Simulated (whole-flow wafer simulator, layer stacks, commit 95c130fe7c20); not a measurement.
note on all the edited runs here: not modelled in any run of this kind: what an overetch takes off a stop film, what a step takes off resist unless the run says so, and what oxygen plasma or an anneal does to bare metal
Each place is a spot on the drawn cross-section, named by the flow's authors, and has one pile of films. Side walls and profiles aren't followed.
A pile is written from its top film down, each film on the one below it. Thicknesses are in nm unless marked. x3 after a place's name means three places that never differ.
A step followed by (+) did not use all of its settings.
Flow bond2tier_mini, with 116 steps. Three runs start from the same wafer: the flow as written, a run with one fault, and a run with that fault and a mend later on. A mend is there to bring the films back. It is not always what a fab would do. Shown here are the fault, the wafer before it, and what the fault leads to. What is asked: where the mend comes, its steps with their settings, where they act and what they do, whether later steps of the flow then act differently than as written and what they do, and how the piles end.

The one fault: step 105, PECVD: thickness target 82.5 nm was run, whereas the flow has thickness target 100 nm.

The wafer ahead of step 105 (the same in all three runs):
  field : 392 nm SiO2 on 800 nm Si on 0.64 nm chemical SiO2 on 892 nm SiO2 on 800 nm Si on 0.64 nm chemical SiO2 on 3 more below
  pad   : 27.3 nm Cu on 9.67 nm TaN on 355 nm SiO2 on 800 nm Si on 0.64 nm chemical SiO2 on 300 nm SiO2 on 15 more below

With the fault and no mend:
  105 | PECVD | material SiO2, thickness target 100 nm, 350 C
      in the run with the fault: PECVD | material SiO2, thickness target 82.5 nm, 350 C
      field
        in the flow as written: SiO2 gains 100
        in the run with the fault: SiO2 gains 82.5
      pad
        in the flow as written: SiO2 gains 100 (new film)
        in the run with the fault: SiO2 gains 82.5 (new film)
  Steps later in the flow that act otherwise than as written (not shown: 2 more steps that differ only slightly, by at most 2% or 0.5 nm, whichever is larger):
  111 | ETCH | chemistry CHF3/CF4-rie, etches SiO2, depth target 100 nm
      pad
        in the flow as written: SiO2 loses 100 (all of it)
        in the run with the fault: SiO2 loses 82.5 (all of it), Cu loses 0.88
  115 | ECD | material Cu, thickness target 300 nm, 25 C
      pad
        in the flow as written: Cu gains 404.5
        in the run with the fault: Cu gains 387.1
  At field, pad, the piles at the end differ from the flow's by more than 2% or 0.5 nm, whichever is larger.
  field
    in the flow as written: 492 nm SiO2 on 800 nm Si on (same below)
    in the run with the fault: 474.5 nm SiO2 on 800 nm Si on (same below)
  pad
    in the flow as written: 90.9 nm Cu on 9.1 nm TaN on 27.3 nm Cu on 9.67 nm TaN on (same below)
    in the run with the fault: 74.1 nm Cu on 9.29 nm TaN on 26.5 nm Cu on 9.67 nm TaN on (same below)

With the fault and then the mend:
  The mend follows step 110.
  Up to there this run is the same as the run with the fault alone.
  110a | STRIP | chemistry O2, over-ash 100% (+)
      field
        KrF resist loses 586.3 (all of it)
  110b | PECVD | material SiO2, thickness target 17.5 nm, 350 C (the flow's step 105, run once more with other settings)
      field, pad
        SiO2 gains 17.5
  110c | COAT | KrF resist, thickness 600 nm (the flow's step 106, run once more)
      field, pad
        KrF resist gains 600 (new film)
  110d | SOFTBAKE | KrF resist (the flow's step 107, run once more)
      leaves every film unchanged at each place that is followed
  110e | EXPOSE | photomask T3PAD, NA 0.6 (the flow's step 108, run once more)
      leaves every film unchanged at each place that is followed
  110f | PEB | KrF resist (the flow's step 109, run once more)
      leaves every film unchanged at each place that is followed
  110g | DEVELOP | developer TMAH-0.26N, 60 s (the flow's step 110, run once more)
      field
        KrF resist loses 13.7
      pad
        KrF resist loses 600 (all of it)
  Every later step of the flow that is run acts as written at every place that is followed.
  At every place that both follow, the piles at the end match the flow's.
